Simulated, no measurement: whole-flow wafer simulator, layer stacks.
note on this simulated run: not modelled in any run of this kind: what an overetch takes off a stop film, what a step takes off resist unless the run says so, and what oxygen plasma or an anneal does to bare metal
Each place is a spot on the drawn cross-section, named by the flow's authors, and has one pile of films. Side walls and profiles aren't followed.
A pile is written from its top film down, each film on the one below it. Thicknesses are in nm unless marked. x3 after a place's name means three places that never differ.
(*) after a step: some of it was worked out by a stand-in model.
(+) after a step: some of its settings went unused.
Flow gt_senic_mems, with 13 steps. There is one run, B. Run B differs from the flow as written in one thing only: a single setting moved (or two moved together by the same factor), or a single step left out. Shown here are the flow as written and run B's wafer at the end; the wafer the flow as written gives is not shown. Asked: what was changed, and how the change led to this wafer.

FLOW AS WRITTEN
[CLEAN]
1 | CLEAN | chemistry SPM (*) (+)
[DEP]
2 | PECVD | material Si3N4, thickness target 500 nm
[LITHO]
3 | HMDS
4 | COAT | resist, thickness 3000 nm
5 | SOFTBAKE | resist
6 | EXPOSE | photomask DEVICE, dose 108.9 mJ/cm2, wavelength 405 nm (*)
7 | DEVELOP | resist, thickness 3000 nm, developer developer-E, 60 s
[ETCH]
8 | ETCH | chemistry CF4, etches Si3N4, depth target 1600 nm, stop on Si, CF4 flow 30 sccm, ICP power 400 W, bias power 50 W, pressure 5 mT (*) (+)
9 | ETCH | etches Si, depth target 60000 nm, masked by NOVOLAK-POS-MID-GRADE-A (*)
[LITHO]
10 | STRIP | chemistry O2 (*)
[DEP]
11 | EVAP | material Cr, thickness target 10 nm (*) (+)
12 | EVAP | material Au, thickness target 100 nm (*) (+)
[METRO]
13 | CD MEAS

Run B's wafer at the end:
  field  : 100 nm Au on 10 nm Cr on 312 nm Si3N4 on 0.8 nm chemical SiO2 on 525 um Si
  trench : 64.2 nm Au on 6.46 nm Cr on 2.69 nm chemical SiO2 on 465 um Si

What caused this: step 2, PECVD: thickness target 312 nm was run, though the flow has thickness target 500 nm.
The wafer lets one read it off: field has Si3N4 312, and step 2 as written asks for 500 nm.

Step by step, how the change led to this:
  2 | PECVD | material Si3N4, thickness target 500 nm
      field, trench: +312 Si3N4 (new film) (as written it would have been: +500 Si3N4 (new film))
  8 | ETCH | chemistry CF4, etches Si3N4, depth target 1600 nm, stop on Si, CF4 flow 30 sccm, ICP power 400 W, bias power 50 W, pressure 5 mT (*) (+)
      field: -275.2 resist (as written it would have been: -400.5 resist)
      trench: -312 Si3N4 (all of it), -0.8 chemical SiO2 (all of it) (as written it would have been: -500 Si3N4 (all of it), -0.8 chemical SiO2 (all of it))
  10 | STRIP | chemistry O2 (*)
      field: -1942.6 resist (all of it) (as written it would have been: -1817.3 resist (all of it))
